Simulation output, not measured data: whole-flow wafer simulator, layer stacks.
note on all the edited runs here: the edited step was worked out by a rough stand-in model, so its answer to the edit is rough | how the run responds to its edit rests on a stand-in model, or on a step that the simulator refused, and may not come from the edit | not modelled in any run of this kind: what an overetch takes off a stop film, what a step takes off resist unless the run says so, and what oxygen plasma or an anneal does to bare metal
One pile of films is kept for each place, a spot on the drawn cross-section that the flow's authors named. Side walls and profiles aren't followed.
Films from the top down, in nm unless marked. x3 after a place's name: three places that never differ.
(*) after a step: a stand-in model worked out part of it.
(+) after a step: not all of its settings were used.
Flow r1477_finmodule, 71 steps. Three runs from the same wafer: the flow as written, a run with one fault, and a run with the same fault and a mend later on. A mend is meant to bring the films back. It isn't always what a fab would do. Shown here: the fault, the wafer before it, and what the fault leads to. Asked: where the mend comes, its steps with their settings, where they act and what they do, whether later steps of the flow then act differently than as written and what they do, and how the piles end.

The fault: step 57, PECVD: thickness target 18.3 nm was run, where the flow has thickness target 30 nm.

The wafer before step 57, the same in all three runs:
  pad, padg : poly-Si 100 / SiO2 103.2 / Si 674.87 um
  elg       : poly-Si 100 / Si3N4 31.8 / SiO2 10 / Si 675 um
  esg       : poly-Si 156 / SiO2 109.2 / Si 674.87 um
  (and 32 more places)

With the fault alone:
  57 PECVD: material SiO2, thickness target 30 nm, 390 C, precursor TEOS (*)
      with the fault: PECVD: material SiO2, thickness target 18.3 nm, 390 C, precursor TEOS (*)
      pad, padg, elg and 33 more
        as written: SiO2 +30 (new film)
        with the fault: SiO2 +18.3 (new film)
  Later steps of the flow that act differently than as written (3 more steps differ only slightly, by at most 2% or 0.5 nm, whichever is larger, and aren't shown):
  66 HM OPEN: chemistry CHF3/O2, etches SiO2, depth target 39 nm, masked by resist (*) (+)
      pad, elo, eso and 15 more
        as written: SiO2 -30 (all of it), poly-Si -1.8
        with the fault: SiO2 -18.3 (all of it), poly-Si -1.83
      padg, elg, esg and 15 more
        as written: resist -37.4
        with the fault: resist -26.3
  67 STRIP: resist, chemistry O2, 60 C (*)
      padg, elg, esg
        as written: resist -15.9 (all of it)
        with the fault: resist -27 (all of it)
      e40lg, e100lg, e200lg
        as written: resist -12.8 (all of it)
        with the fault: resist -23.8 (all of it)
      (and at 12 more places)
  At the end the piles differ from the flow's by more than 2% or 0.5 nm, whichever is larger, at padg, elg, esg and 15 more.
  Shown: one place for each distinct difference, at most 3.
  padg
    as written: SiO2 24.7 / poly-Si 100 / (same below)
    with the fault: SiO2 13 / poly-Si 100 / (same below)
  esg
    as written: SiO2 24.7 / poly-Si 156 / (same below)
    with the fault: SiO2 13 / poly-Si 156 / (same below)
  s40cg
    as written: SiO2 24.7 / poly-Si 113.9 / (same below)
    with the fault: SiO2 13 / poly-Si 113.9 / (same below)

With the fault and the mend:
  The mend comes after step 64.
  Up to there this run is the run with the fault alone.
  64a STRIP: resist, chemistry O2, 60 C
      padg, elg, esg
        resist -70 (all of it)
      e40lg, e100lg, e200lg
        resist -66.9 (all of it)
      s40sg, s45sg
        resist -91 (all of it)
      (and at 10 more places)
  64b PECVD: material SiO2, thickness target 11.7 nm, 390 C, precursor TEOS (*) (the flow's step 57 once more, with other settings)
      pad, padg, elg and 33 more
        SiO2 +11.7
  64c COAT: resist, thickness 70 nm (*) (the flow's step 60 once more)
      e40lg, e100lg, e200lg, elo, e40lo, e100lo, e200lo
        resist +66.9 (new film)
      pad, padg, elg, esg
        resist +70 (new film)
      s40sg, s45sg, s40so, s45so
        resist +91 (new film)
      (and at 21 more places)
  64d SOFTBAKE: 180 C, 180 s (*) (the flow's step 61 once more)
      changes no film at any place that is followed
  64e EXPOSE: resist, photomask GATE (the flow's step 62 once more)
      changes no film at any place that is followed
  64f DEVELOP (*) (the flow's step 63 once more)
      elo, e40lo, e100lo, e200lo
        resist -66.9 (all of it)
      eso, e40so
        resist -129.5 (all of it)
      s40so, s45so
        resist -91 (all of it)
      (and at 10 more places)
  No later step of the flow acts differently than as written at any place that is followed.
  At the end the piles are the same as the flow's at every place that both follow.
